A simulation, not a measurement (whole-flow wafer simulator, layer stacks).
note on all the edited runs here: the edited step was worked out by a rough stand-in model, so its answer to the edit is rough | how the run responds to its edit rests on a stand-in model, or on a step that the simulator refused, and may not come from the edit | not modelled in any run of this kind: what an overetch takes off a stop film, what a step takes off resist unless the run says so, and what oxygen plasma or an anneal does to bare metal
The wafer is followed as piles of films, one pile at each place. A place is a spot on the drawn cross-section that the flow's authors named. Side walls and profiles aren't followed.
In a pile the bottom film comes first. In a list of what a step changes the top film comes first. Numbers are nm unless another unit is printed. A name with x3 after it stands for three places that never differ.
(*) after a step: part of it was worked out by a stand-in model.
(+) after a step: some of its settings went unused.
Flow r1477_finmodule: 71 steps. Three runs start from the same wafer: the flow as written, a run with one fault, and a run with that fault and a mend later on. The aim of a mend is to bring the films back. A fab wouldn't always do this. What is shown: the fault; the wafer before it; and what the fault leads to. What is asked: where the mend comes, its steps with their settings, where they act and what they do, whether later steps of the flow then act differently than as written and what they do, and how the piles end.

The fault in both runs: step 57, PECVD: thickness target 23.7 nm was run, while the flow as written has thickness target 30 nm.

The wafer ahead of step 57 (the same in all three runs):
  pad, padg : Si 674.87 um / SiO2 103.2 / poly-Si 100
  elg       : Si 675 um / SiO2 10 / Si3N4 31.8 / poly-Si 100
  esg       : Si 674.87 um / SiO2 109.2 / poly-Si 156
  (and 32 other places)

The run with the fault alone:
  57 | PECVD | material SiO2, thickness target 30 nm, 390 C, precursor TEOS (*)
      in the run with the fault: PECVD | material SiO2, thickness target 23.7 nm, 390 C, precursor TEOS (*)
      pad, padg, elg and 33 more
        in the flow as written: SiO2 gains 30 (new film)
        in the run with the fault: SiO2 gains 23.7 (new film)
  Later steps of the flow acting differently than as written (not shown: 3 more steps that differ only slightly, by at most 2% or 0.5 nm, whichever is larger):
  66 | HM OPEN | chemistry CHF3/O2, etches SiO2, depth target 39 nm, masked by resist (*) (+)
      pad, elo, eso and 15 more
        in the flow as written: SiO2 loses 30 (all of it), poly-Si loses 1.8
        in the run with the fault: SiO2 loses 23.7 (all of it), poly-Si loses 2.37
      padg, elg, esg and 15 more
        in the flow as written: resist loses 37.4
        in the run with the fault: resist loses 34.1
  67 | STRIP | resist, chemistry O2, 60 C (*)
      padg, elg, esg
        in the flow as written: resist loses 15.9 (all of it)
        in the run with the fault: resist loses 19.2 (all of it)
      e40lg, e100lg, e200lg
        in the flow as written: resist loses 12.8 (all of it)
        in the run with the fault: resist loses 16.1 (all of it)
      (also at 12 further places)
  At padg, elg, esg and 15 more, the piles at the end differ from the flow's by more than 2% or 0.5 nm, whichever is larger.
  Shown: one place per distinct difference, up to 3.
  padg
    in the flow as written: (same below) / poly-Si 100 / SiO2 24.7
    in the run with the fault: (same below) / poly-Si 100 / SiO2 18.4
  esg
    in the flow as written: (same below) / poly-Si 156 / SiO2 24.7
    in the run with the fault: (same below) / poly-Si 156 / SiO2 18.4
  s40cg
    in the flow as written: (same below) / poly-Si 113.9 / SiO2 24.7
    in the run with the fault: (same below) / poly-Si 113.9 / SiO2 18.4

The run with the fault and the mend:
  The mend follows step 64.
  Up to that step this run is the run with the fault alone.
  64a | STRIP | resist, chemistry O2, 60 C
      padg, elg, esg
        resist loses 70 (all of it)
      e40lg, e100lg, e200lg
        resist loses 66.9 (all of it)
      s40sg, s45sg
        resist loses 91 (all of it)
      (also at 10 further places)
  64b | PECVD | material SiO2, thickness target 6.3 nm, 390 C, precursor TEOS (*) (the flow's step 57, run once more with other settings)
      pad, padg, elg and 33 more
        SiO2 gains 6.3
  64c | COAT | resist, thickness 70 nm (*) (the flow's step 60, run once more)
      e40lg, e100lg, e200lg, elo, e40lo, e100lo, e200lo
        resist gains 66.9 (new film)
      pad, padg, elg, esg
        resist gains 70 (new film)
      s40sg, s45sg, s40so, s45so
        resist gains 91 (new film)
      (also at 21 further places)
  64d | SOFTBAKE | 180 C, 180 s (*) (the flow's step 61, run once more)
      does not change any film at any place that is followed
  64e | EXPOSE | resist, photomask GATE (the flow's step 62, run once more)
      does not change any film at any place that is followed
  64f | DEVELOP (*) (the flow's step 63, run once more)
      elo, e40lo, e100lo, e200lo
        resist loses 66.9 (all of it)
      eso, e40so
        resist loses 129.5 (all of it)
      s40so, s45so
        resist loses 91 (all of it)
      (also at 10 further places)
  Every later step of the flow that is run acts as written at every place that is followed.
  The piles end the same as the flow's at every place that both follow.
